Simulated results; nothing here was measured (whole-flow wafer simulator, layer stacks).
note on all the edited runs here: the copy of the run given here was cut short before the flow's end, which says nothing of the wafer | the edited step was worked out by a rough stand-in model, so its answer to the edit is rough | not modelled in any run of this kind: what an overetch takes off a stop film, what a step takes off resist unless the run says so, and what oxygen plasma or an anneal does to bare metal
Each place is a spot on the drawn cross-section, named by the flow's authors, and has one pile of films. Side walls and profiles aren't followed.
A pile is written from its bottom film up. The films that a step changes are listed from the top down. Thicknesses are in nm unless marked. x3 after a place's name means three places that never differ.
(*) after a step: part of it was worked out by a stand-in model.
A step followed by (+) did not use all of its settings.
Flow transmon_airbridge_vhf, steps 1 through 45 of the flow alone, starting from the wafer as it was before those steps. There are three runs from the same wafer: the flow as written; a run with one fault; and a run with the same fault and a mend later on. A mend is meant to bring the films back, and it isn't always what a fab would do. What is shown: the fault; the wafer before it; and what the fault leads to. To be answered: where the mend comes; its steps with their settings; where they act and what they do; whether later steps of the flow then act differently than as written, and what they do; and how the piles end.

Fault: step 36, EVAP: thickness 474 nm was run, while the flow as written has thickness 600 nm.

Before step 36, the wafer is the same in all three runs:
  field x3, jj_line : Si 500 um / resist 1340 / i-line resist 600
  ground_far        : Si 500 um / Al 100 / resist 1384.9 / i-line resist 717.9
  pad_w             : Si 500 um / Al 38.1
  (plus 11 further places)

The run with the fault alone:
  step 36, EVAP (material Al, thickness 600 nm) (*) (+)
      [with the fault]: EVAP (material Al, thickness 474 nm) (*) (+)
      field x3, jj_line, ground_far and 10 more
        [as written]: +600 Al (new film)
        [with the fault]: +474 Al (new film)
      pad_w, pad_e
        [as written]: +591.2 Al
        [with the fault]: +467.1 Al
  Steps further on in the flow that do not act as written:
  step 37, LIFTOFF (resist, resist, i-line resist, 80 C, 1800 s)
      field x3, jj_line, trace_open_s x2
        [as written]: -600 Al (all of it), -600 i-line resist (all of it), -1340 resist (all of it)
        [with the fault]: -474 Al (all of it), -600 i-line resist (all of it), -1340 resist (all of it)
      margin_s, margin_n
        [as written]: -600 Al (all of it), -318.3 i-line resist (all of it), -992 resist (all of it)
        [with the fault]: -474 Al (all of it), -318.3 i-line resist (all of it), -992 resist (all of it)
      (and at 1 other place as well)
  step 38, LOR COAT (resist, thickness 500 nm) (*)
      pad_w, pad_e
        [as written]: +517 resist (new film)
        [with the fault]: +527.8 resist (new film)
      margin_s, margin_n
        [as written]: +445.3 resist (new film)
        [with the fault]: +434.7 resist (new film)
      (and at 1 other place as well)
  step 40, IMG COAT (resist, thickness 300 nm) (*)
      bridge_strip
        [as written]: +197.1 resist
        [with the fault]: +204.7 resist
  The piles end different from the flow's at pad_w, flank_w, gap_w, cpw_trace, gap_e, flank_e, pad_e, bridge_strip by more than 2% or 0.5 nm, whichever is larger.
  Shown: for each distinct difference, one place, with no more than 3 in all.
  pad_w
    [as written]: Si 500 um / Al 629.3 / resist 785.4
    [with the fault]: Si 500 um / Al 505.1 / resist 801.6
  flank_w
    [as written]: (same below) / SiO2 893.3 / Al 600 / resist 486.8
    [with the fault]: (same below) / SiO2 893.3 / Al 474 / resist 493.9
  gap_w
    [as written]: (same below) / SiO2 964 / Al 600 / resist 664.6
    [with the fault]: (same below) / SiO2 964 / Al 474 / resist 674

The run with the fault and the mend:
  After step 36 comes the mend.
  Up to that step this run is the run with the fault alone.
  step 36a, EVAP (material Al, thickness 126 nm) (*) (+) (a further turn of the flow's step 36, with different settings)
      field x3, jj_line, ground_far and 10 more
        +126 Al
      pad_w, pad_e
        +124.1 Al
  Every later step of the flow that is run acts as written, at every place that is followed, to within 2% or 0.5 nm, whichever is larger.
  When the end is reached, the piles differ only a little from the flow's at the places that both follow, at most by 2% or 0.5 nm, whichever is larger.
